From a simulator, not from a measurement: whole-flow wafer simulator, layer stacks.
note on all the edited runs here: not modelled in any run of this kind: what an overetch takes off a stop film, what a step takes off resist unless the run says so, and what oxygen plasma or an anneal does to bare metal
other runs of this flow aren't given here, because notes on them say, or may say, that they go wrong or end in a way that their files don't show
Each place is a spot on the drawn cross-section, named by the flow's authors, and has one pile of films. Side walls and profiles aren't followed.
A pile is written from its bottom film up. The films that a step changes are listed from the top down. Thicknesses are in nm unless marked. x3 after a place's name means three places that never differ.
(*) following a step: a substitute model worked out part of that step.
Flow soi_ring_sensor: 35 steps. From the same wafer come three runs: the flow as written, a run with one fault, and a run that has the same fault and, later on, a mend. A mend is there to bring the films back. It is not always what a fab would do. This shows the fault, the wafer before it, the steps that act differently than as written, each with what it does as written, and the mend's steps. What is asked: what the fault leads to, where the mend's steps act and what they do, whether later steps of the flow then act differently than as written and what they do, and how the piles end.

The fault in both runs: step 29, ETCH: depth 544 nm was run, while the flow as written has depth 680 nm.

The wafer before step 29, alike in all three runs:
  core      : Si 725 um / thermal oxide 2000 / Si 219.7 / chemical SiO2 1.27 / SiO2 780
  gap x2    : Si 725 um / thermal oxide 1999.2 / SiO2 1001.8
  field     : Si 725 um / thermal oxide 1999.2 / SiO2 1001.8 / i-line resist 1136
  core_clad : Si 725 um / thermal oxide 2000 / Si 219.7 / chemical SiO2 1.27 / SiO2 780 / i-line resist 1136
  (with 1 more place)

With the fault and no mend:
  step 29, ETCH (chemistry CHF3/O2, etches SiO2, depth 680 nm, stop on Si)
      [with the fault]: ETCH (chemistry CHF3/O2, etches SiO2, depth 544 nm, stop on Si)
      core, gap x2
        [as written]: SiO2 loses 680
        [with the fault]: SiO2 loses 544
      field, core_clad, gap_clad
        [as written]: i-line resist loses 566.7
        [with the fault]: i-line resist loses 453.3
  Steps later in the flow that act otherwise than as written:
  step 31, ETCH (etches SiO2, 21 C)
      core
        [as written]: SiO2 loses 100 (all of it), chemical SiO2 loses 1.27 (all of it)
        [with the fault]: SiO2 loses 236 (all of it), chemical SiO2 loses 1.27 (all of it)
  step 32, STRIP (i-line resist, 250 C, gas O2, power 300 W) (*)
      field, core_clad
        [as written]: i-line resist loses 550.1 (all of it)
        [with the fault]: i-line resist loses 663.4 (all of it)
  At the end the piles are close to the flow's at the places that both follow, differing by at most 2% or 0.5 nm, whichever is larger.

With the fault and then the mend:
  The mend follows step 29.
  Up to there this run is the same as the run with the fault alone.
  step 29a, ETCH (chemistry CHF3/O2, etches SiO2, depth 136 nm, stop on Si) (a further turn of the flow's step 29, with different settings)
      core, gap x2
        SiO2 loses 136
      field, core_clad, gap_clad
        i-line resist loses 113.3
  Later steps of the flow that are run all act as written at every place that is followed.
  By the end, the piles equal the flow's at every place that both follow.
